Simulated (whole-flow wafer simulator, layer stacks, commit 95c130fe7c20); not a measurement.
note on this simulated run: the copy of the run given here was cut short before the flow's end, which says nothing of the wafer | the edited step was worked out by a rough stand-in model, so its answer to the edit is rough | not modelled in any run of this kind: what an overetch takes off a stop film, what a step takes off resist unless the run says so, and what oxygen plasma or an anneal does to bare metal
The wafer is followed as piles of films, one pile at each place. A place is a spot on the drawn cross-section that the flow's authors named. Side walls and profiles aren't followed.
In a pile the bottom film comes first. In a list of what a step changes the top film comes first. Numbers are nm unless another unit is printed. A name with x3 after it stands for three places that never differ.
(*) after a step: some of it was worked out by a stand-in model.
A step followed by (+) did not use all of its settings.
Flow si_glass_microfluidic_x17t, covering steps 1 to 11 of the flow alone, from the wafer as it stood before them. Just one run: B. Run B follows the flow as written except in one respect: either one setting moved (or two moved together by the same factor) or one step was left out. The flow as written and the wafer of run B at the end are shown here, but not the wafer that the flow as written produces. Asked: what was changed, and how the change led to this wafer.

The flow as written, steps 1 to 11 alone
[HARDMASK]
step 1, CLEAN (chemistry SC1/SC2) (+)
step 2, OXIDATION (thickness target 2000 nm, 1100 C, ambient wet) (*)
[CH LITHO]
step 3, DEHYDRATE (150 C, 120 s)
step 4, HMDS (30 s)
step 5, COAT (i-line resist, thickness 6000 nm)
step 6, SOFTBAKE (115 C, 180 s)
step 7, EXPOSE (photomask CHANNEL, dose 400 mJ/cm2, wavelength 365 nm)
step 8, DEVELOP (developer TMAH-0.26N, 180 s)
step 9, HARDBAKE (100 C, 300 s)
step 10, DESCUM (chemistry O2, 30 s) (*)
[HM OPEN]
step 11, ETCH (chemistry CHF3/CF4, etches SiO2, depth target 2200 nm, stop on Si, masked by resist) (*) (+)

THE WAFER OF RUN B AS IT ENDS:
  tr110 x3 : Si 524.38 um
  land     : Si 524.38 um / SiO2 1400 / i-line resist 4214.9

What caused this: step 2, OXIDATION: thickness target 1400 nm was run, though the flow has thickness target 2000 nm.
The wafer lets one read it off: land has SiO2 1400, and step 2 as written asks for 2000 nm.

The path from the change to this, step by step:
  step 2, OXIDATION (thickness target 2000 nm, 1100 C, ambient wet) (*)
      land, tr110 x3: +1400 SiO2 (new film), -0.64 chemical SiO2 (all of it), -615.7 Si (in the flow as written it would be: +2000 SiO2 (new film), -0.64 chemical SiO2 (all of it), -879.7 Si)
  step 11, ETCH (chemistry CHF3/CF4, etches SiO2, depth target 2200 nm, stop on Si, masked by resist) (*) (+)
      tr110 x3: -1400 SiO2 (all of it) (in the flow as written it would be: -2000 SiO2 (all of it))
      land: -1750 i-line resist (in the flow as written it would be: -1833.3 i-line resist)
